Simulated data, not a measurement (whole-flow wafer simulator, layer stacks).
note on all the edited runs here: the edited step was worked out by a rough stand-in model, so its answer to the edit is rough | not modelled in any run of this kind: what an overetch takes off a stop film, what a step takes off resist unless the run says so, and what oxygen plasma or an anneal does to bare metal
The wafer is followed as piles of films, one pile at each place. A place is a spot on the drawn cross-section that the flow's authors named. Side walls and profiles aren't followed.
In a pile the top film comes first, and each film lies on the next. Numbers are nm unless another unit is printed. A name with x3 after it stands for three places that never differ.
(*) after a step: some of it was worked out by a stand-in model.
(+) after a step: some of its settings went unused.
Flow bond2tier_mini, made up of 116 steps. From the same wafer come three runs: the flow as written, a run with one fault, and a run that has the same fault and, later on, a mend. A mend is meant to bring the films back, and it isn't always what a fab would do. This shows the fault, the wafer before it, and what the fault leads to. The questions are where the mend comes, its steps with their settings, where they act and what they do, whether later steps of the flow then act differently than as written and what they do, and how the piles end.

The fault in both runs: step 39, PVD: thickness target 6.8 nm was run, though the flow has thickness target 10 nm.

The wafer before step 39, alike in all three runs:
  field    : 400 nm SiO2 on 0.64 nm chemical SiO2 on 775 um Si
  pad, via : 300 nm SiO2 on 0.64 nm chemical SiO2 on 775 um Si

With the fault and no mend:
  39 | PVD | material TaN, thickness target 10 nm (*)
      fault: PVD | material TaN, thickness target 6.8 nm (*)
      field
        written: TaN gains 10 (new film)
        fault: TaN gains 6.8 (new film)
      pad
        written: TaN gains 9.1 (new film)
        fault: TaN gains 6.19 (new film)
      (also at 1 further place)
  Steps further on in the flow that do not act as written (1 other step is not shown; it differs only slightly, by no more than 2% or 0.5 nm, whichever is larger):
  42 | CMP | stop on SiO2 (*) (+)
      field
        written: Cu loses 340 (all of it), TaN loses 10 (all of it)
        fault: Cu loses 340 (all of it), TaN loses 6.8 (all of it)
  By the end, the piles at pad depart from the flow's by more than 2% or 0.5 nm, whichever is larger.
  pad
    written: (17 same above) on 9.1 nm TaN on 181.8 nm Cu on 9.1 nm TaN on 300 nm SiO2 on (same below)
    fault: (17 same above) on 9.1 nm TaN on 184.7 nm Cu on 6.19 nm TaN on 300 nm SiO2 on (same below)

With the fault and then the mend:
  The mend stands after step 39.
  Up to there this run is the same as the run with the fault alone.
  39a | PVD | material TaN, thickness target 3.2 nm (*) (the flow's step 39, run once more with other settings)
      field
        TaN gains 3.2
      pad
        TaN gains 2.91
      via
        TaN gains 3.19
  None of the later steps of the flow acts differently than as written at any place that is followed.
  By the end, the piles equal the flow's at every place that both follow.
